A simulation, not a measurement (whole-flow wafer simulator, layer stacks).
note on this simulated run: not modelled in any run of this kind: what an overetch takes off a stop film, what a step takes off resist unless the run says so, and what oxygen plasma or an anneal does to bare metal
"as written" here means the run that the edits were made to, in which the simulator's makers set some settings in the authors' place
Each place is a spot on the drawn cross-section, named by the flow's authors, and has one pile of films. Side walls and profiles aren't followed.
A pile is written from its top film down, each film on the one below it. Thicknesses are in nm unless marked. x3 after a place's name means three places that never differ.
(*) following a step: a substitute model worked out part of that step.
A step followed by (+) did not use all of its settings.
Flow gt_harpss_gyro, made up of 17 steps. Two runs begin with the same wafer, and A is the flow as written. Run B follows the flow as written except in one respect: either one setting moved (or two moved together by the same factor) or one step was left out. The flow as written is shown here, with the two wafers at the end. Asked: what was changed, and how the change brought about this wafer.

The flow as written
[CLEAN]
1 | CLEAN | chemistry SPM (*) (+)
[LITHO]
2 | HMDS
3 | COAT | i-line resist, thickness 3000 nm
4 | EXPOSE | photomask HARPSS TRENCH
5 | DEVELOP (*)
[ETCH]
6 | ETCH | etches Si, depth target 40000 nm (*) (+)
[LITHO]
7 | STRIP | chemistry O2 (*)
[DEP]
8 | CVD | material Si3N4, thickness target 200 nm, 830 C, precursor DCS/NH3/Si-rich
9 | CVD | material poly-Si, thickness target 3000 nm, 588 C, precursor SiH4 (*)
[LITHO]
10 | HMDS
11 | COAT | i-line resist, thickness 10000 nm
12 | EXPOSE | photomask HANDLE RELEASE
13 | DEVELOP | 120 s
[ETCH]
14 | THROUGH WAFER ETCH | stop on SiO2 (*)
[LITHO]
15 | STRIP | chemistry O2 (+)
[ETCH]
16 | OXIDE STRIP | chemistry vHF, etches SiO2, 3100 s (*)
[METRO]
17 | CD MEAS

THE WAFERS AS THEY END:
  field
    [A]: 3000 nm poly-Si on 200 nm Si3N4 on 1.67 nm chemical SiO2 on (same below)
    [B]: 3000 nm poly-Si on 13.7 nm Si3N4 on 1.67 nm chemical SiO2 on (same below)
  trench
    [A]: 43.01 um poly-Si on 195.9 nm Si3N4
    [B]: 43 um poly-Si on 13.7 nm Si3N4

The reason: step 8, CVD: 670 C was run, while the flow as written has 830 C.

Step by step, how the change led to this:
  8 | CVD | material Si3N4, thickness target 200 nm, 830 C, precursor DCS/NH3/Si-rich
      field: A Si3N4 gains 200 (new film) | B Si3N4 gains 13.7 (new film)
      trench: A Si3N4 gains 195.9 (new film) | B Si3N4 gains 13.7 (new film)
  9 | CVD | material poly-Si, thickness target 3000 nm, 588 C, precursor SiH4 (*)
      trench: A poly-Si gains 43.01 um (new film) | B poly-Si gains 43 um (new film)
